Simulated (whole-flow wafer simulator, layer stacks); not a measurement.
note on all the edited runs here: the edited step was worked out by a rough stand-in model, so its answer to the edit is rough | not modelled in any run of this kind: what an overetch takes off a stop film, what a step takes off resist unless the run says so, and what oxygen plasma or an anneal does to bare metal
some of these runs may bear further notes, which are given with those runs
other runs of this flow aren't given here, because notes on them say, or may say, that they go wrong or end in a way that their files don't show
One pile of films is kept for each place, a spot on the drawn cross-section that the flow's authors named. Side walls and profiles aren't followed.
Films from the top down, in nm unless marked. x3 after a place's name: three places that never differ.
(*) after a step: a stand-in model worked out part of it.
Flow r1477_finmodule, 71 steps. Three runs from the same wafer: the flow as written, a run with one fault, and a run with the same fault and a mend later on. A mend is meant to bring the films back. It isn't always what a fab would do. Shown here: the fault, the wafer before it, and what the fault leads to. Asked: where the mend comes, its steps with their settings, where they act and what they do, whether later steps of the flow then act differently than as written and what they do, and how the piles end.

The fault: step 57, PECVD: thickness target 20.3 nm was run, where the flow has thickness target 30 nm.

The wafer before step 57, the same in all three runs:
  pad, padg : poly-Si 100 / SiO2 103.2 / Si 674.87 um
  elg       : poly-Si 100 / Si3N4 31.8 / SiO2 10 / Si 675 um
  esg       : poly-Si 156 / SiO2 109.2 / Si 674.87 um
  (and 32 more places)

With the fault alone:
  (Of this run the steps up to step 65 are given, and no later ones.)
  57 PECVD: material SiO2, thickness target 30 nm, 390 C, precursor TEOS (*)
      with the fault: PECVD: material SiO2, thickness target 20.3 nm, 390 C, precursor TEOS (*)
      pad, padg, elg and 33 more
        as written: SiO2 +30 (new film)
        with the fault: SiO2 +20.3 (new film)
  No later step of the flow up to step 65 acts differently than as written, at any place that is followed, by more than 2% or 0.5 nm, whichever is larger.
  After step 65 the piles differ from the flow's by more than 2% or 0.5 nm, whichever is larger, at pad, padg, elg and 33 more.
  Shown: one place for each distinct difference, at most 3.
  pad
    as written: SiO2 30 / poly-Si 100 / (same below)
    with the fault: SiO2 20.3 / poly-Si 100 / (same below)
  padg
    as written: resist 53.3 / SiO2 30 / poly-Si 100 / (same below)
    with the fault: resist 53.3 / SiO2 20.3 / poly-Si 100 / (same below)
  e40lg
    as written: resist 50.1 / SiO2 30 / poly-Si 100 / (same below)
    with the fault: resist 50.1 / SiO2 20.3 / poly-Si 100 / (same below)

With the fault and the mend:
  The mend comes after step 64.
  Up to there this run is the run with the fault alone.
  64a STRIP: resist, chemistry O2, 60 C
      padg, elg, esg
        resist -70 (all of it)
      e40lg, e100lg, e200lg
        resist -66.9 (all of it)
      s40sg, s45sg
        resist -91 (all of it)
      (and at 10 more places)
  64b PECVD: material SiO2, thickness target 9.7 nm, 390 C, precursor TEOS (*) (the flow's step 57 once more, with other settings)
      pad, padg, elg and 33 more
        SiO2 +9.7
  64c DEHYDRATE: 150 C, 120 s (the flow's step 59 once more)
      changes no film at any place that is followed
  64d COAT: resist, thickness 70 nm (*) (the flow's step 60 once more)
      e40lg, e100lg, e200lg, elo, e40lo, e100lo, e200lo
        resist +66.9 (new film)
      pad, padg, elg, esg
        resist +70 (new film)
      s40sg, s45sg, s40so, s45so
        resist +91 (new film)
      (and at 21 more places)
  64e SOFTBAKE: 180 C, 180 s (*) (the flow's step 61 once more)
      changes no film at any place that is followed
  64f EXPOSE: resist, photomask GATE (the flow's step 62 once more)
      changes no film at any place that is followed
  64g DEVELOP (*) (the flow's step 63 once more)
      elo, e40lo, e100lo, e200lo
        resist -66.9 (all of it)
      eso, e40so
        resist -129.5 (all of it)
      s40so, s45so
        resist -91 (all of it)
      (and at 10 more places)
  No later step of the flow acts differently than as written at any place that is followed.
  At the end the piles are the same as the flow's at every place that both follow.
